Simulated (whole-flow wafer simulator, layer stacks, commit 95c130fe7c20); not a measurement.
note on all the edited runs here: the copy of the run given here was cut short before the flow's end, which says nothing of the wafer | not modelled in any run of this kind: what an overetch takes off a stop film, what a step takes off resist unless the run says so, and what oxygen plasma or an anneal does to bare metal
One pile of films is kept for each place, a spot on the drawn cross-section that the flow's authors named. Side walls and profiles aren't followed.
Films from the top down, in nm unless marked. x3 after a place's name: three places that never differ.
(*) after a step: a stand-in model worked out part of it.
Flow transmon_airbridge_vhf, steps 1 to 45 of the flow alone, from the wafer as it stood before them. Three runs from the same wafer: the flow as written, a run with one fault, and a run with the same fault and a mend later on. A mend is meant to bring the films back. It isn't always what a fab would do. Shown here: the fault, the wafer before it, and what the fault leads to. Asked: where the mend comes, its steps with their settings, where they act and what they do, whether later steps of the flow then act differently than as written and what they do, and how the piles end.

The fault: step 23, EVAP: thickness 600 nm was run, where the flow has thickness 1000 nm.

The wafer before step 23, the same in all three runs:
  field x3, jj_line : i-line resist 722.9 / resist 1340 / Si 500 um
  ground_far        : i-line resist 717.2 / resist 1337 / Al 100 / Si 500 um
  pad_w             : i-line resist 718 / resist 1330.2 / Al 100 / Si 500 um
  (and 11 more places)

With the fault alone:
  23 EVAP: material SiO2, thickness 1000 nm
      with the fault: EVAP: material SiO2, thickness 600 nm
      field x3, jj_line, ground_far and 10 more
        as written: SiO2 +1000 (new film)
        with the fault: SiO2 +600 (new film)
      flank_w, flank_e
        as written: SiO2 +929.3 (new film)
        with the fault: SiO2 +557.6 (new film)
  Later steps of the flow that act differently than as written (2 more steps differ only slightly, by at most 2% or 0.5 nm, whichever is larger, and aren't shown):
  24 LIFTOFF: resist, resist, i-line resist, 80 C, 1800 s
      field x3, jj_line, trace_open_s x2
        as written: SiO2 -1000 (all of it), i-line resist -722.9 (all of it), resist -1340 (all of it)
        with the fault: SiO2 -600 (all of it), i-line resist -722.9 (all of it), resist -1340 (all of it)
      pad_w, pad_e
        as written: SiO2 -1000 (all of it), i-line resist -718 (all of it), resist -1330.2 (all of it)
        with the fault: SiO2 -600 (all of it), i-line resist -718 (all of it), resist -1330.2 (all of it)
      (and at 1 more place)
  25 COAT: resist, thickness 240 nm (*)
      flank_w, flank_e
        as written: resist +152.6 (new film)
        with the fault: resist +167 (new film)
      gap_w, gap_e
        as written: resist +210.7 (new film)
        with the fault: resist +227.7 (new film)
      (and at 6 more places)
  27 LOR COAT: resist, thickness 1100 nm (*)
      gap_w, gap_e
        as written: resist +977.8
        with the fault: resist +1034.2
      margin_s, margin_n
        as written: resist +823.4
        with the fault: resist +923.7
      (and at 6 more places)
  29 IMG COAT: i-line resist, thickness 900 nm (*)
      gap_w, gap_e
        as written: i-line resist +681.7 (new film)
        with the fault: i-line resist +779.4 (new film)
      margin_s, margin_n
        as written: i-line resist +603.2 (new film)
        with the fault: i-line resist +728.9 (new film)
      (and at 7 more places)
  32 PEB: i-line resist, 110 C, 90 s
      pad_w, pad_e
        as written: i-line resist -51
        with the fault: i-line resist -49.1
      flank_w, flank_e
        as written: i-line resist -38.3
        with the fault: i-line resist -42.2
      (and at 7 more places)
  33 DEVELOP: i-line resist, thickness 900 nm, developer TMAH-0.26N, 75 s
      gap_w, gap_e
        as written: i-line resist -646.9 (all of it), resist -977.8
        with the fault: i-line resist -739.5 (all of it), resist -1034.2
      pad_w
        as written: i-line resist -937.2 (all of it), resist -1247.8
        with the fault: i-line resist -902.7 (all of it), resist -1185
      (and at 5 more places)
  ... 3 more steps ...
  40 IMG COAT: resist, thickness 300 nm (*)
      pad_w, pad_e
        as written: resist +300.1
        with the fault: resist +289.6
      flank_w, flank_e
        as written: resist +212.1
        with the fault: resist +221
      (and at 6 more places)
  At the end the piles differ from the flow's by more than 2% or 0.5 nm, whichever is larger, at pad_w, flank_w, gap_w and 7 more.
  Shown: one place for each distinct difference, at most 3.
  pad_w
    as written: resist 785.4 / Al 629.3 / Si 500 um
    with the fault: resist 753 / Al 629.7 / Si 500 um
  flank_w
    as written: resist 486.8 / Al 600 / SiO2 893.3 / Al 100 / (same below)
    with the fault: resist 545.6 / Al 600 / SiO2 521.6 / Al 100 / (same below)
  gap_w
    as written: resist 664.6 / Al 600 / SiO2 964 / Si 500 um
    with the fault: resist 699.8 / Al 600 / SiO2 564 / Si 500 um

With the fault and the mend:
  The mend comes after step 23.
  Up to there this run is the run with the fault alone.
  23a EVAP: material SiO2, thickness 400 nm (the flow's step 23 once more, with other settings)
      field x3, jj_line, ground_far and 10 more
        SiO2 +400
      flank_w, flank_e
        SiO2 +372.1
  No later step of the flow acts differently than as written, at any place that is followed, by more than 2% or 0.5 nm, whichever is larger.
  At the end the piles differ from the flow's only slightly at the places that both follow, by at most 2% or 0.5 nm, whichever is larger.
